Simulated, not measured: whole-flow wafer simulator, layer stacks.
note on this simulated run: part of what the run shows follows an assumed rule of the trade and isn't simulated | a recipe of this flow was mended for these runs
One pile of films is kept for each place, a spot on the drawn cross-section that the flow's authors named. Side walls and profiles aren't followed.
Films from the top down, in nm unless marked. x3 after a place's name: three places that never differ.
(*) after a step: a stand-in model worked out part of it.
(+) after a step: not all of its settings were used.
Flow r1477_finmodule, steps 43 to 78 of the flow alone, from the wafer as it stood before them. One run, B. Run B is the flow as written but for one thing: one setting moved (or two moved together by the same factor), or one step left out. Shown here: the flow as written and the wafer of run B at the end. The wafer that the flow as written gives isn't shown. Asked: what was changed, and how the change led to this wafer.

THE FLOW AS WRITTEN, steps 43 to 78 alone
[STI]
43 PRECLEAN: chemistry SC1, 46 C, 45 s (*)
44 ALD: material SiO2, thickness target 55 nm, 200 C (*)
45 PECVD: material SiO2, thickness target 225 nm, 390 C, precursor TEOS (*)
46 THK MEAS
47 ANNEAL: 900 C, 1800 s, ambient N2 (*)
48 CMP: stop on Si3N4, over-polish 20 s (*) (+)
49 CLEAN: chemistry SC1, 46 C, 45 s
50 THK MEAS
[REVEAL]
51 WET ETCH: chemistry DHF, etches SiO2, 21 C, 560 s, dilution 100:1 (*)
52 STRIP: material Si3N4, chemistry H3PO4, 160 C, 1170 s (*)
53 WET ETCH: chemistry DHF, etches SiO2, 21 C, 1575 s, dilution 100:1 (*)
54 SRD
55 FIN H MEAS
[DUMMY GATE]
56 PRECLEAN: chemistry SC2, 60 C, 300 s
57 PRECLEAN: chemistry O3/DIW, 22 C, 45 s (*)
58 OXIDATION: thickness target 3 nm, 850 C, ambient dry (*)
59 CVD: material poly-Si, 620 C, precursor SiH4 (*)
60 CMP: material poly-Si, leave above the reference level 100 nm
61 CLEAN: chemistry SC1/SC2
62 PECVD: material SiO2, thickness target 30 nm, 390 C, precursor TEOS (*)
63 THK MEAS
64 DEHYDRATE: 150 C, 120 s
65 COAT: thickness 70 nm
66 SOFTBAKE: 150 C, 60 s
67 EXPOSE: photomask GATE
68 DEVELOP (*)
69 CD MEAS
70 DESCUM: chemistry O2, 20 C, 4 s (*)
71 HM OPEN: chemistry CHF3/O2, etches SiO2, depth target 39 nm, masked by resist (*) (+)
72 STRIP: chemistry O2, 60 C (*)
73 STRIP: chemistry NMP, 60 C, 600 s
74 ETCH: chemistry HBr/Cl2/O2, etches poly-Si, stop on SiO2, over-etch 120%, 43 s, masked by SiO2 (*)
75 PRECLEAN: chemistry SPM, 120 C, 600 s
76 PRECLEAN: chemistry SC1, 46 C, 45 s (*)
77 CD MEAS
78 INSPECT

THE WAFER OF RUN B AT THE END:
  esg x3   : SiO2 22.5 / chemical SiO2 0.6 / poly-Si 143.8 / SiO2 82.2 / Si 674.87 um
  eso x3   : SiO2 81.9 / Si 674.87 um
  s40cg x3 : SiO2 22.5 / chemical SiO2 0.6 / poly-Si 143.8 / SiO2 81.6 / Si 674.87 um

The cause: step 51, WET ETCH: 19 C was run, where the flow has 21 C.

How the change led to this, step by step:
  51 WET ETCH: chemistry DHF, etches SiO2, 21 C, 560 s, dilution 100:1 (*)
      esg x3, e200sg, s40cg x3, s40sg x3, eso x3, e200so, s40co x3, s40so x3: SiO2 -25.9 (as written it would be: SiO2 -28.1)
      pad, padg: SiO2 -28.1 (as written it would be: SiO2 -30.5)
  60 CMP: material poly-Si, leave above the reference level 100 nm
      pad, padg: poly-Si -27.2 (as written it would be: poly-Si -24.8)
